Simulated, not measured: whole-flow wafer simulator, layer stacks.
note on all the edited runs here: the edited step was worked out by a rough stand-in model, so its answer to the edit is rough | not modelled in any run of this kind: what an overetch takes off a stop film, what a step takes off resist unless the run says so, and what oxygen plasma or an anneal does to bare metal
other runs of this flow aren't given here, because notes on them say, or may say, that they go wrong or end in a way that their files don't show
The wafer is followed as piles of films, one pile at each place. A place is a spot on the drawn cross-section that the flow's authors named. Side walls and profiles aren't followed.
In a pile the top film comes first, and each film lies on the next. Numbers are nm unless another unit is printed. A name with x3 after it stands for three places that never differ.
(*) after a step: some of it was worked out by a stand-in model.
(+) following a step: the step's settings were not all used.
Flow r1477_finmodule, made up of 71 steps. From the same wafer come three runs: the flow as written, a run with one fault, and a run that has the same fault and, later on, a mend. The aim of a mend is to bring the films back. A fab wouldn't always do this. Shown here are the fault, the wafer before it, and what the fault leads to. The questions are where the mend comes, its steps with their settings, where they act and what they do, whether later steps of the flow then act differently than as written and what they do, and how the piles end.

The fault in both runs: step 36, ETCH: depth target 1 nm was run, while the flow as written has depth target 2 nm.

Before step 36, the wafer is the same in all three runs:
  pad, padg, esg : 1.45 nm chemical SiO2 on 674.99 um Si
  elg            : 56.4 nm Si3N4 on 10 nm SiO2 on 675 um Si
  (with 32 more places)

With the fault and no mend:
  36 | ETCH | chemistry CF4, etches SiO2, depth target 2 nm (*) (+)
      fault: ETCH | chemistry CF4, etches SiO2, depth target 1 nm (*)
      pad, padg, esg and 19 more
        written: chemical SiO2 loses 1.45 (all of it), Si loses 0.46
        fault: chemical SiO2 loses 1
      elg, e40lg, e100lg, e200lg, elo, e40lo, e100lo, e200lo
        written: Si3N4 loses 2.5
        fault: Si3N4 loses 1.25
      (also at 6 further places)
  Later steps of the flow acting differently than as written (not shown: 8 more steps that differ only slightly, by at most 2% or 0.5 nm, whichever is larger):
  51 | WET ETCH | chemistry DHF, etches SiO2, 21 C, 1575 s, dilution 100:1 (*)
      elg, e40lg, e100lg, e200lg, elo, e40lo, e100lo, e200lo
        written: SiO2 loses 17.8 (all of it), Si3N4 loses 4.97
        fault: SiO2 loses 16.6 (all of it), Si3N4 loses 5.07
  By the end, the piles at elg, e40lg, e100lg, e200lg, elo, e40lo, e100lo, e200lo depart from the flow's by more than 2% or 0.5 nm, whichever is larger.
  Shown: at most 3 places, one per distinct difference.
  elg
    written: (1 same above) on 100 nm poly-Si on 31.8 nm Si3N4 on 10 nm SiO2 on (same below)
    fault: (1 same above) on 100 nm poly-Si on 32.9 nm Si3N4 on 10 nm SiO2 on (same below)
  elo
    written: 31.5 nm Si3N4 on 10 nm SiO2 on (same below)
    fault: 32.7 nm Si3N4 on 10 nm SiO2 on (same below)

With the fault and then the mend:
  The mend stands after step 36.
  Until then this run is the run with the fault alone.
  36a | ETCH | chemistry CF4, etches SiO2, depth target 1 nm (*) (+) (the flow's step 36, run once more with other settings)
      pad, padg, esg and 19 more
        chemical SiO2 loses 0.45 (all of it), Si loses 0.46
      elg, e40lg, e100lg, e200lg, elo, e40lo, e100lo, e200lo
        Si3N4 loses 1.25
      s40sg_line, s45sg_line, s50sg_line, s40so_line, s45so_line, s50so_line
        SiO2 loses 1
  None of the later steps of the flow acts differently than as written at any place that is followed.
  At every place that both follow, the piles at the end match the flow's.
